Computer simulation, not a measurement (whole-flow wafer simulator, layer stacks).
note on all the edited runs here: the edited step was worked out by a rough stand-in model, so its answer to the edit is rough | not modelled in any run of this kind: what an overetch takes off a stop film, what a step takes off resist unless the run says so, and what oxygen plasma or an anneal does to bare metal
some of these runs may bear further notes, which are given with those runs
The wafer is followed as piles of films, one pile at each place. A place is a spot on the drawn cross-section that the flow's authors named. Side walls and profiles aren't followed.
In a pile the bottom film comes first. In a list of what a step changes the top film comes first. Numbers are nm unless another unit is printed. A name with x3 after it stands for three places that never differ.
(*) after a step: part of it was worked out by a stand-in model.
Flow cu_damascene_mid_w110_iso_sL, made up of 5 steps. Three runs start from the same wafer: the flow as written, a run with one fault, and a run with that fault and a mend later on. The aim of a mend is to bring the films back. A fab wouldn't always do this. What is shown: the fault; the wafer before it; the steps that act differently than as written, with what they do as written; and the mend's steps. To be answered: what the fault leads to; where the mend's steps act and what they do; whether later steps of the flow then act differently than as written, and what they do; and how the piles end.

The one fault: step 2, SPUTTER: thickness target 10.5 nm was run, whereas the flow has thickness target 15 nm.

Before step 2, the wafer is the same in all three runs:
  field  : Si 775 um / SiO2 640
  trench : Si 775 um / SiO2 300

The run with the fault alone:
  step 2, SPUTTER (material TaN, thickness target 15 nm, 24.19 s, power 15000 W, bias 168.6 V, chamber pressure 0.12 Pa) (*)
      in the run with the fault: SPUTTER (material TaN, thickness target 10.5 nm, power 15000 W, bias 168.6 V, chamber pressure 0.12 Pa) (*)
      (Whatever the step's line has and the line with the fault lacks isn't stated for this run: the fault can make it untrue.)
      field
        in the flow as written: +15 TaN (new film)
        in the run with the fault: +10.5 TaN (new film)
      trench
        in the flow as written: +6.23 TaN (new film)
        in the run with the fault: +4.36 TaN (new film)
  Every later step of the flow that is run acts as written, at every place that is followed, to within 2% or 0.5 nm, whichever is larger.
  By the end, the piles at field, trench depart from the flow's by more than 2% or 0.5 nm, whichever is larger.
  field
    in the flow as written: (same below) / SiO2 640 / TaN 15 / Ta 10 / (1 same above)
    in the run with the fault: (same below) / SiO2 640 / TaN 10.5 / Ta 10 / (1 same above)
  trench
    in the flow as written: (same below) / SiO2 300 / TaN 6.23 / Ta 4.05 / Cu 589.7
    in the run with the fault: (same below) / SiO2 300 / TaN 4.36 / Ta 4.1 / Cu 587

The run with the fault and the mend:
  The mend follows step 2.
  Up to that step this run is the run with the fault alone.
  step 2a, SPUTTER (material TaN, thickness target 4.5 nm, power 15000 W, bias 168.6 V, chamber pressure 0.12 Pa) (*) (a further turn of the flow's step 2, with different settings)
      field
        +4.5 TaN
      trench
        +1.8 TaN
  Every later step of the flow that is run acts as written, at every place that is followed, to within 2% or 0.5 nm, whichever is larger.
  At the end the piles are close to the flow's at the places that both follow, differing by at most 2% or 0.5 nm, whichever is larger.
